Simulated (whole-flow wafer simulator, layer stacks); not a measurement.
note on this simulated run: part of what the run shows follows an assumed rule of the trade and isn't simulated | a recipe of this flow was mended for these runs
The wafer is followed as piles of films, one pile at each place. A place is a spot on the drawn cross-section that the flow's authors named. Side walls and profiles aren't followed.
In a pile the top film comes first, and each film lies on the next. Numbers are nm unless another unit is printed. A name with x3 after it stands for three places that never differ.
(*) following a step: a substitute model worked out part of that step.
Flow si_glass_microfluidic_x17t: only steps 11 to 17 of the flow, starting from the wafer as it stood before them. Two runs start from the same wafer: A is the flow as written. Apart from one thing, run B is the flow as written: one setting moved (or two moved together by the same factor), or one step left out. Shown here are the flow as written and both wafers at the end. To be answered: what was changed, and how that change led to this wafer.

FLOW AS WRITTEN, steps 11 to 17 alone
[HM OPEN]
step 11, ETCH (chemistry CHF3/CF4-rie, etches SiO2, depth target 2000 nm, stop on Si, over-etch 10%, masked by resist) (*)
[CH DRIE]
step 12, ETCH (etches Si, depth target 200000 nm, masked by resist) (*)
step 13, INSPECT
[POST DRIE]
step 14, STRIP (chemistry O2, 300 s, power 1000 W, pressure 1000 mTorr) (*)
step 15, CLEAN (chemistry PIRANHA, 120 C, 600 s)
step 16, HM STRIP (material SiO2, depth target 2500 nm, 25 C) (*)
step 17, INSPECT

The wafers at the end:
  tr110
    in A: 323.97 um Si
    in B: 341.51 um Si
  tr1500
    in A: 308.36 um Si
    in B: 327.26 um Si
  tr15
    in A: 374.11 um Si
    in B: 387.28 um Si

The reason: step 11, ETCH: depth target 1712 nm was run, while the flow as written has depth target 2000 nm.

Step by step, how the change led to this:
  step 11, ETCH (chemistry CHF3/CF4-rie, etches SiO2, depth target 2000 nm, stop on Si, over-etch 10%, masked by resist) (*)
      tr110, tr1500, tr15: A -2000 SiO2 (all of it), -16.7 Si | B -1883.2 SiO2
      land: A -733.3 thick-i-line-resist | B -627.7 thick-i-line-resist
  step 12, ETCH (etches Si, depth target 200000 nm, masked by resist) (*)
      tr110: A -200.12 um Si | B -116.8 SiO2 (all of it), -182.6 um Si
      tr1500: A -215.73 um Si | B -116.8 SiO2 (all of it), -196.86 um Si
      (also at 1 further place)
  step 14, STRIP (chemistry O2, 300 s, power 1000 W, pressure 1000 mTorr) (*)
      land: A -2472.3 thick-i-line-resist (all of it) | B -2577.8 thick-i-line-resist (all of it)
